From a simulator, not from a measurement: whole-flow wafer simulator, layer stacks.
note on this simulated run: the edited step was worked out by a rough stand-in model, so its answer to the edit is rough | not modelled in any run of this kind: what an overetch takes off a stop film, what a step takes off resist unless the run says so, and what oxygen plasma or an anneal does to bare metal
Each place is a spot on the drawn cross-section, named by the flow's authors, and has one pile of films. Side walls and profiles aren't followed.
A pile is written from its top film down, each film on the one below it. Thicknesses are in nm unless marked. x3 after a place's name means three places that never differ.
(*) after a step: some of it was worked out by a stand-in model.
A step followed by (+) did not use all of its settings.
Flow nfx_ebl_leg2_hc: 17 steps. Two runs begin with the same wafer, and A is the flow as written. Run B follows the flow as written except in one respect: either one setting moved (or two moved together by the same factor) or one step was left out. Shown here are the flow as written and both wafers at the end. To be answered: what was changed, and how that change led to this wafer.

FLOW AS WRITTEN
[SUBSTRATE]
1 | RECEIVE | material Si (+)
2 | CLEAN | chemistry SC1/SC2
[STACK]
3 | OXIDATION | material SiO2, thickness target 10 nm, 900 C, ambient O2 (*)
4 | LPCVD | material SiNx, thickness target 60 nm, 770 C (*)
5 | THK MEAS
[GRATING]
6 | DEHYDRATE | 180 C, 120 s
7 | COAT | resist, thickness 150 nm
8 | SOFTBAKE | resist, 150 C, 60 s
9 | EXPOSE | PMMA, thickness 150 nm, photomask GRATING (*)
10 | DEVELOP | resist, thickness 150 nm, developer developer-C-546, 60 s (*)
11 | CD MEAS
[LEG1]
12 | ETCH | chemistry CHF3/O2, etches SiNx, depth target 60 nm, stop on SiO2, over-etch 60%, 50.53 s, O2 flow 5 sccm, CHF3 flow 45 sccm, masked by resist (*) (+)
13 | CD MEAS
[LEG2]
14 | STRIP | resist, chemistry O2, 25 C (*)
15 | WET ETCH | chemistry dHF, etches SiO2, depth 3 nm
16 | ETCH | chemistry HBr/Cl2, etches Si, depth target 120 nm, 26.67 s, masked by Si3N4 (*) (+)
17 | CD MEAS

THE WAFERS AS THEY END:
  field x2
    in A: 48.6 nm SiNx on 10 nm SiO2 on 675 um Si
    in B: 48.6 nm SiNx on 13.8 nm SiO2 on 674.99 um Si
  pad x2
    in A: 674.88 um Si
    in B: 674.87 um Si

The reason: step 3, OXIDATION: 935 C was run, while the flow as written has 900 C.

Step by step, how the change led to this:
  3 | OXIDATION | material SiO2, thickness target 10 nm, 900 C, ambient O2 (*)
      field x2, pad x2: A +10 SiO2 (new film), -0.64 chemical SiO2 (all of it), -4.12 Si | B +13.8 SiO2 (new film), -0.64 chemical SiO2 (all of it), -5.78 Si
  12 | ETCH | chemistry CHF3/O2, etches SiNx, depth target 60 nm, stop on SiO2, over-etch 60%, 50.53 s, O2 flow 5 sccm, CHF3 flow 45 sccm, masked by resist (*) (+)
      pad x2: A -60 SiNx (all of it), -10 SiO2 (all of it) | B -60 SiNx (all of it), -13.8 SiO2 (all of it)
